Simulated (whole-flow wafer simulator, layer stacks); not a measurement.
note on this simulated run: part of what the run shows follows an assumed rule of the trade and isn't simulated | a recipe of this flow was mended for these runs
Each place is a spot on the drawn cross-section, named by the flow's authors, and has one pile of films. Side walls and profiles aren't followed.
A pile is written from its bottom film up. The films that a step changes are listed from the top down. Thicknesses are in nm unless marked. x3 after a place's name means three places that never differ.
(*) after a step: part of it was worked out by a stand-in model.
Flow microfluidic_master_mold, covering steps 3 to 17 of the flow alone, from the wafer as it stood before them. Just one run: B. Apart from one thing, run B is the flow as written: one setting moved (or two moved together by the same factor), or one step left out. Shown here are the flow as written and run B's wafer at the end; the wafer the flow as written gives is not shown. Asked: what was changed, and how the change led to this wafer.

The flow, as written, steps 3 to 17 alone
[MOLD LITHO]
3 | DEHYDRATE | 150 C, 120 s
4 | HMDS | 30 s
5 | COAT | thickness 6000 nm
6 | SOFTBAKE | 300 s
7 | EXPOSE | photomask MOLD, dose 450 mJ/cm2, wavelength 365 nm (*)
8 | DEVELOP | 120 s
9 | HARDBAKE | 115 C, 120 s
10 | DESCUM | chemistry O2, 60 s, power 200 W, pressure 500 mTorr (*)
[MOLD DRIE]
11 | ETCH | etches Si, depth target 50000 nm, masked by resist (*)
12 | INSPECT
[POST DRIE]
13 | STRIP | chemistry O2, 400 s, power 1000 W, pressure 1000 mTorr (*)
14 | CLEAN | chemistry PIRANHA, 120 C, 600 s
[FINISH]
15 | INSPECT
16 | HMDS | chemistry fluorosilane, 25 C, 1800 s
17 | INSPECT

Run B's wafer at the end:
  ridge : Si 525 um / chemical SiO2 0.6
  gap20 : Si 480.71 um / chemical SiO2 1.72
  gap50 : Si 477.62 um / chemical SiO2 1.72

Cause: step 5, COAT: thickness 9600 nm was run, though the flow has thickness 6000 nm.

How this came from the change, step by step:
  5 | COAT | thickness 6000 nm
      ridge, gap20, gap50, gap200 x2: +9600 thick-i-line-resist (new film) (as written it would have been: +6000 thick-i-line-resist (new film))
  8 | DEVELOP | 120 s
      gap20, gap50, gap200 x2: -9600 thick-i-line-resist (all of it) (as written it would have been: -6000 thick-i-line-resist (all of it))
  9 | HARDBAKE | 115 C, 120 s
      ridge: -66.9 thick-i-line-resist (as written it would have been: -33.5 thick-i-line-resist)
  11 | ETCH | etches Si, depth target 50000 nm, masked by resist (*)
      gap20: -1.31 chemical SiO2 (all of it), -44.29 um Si (as written it would have been: -1.31 chemical SiO2 (all of it), -44.81 um Si)
      gap50: -1.31 chemical SiO2 (all of it), -47.38 um Si (as written it would have been: -1.31 chemical SiO2 (all of it), -47.62 um Si)
  13 | STRIP | chemistry O2, 400 s, power 1000 W, pressure 1000 mTorr (*)
      ridge: -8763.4 thick-i-line-resist (as written it would have been: -5278.7 thick-i-line-resist (all of it), +0.78 chemical SiO2, -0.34 Si)
  14 | CLEAN | chemistry PIRANHA, 120 C, 600 s
      ridge: -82 thick-i-line-resist (all of it) (as written it would have been: nothing)
